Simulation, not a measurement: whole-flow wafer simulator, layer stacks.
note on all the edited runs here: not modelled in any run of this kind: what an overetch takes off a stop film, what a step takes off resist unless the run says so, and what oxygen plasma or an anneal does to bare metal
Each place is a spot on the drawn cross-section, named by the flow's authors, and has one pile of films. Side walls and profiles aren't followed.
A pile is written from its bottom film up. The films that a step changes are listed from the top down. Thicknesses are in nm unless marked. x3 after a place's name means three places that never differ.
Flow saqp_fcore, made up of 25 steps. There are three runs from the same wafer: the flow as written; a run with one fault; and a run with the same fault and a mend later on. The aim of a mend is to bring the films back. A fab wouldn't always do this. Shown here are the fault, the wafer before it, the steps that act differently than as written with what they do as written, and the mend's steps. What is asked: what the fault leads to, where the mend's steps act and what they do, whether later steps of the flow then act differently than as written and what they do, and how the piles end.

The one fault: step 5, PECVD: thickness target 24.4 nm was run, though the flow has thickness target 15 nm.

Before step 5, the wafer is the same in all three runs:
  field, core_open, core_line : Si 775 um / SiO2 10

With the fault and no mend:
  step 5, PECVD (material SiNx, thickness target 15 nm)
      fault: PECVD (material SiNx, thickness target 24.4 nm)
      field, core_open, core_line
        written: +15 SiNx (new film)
        fault: +24.4 SiNx (new film)
  Later steps of the flow that are run all act as written at every place that is followed.
  By the end, the piles at field, core_open, core_line depart from the flow's by more than 2% or 0.5 nm, whichever is larger.
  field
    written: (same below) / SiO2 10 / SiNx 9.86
    fault: (same below) / SiO2 10 / SiNx 19.3
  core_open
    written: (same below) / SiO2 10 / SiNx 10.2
    fault: (same below) / SiO2 10 / SiNx 19.6
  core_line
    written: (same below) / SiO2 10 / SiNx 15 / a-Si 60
    fault: (same below) / SiO2 10 / SiNx 24.4 / a-Si 60

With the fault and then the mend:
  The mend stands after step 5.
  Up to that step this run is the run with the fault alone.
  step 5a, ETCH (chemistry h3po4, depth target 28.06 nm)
      field, core_open, core_line
        -24.4 SiNx (all of it)
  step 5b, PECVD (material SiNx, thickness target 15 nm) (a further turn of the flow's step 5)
      field, core_open, core_line
        +15 SiNx (new film)
  Later steps of the flow that are run all act as written at every place that is followed.
  By the end, the piles equal the flow's at every place that both follow.
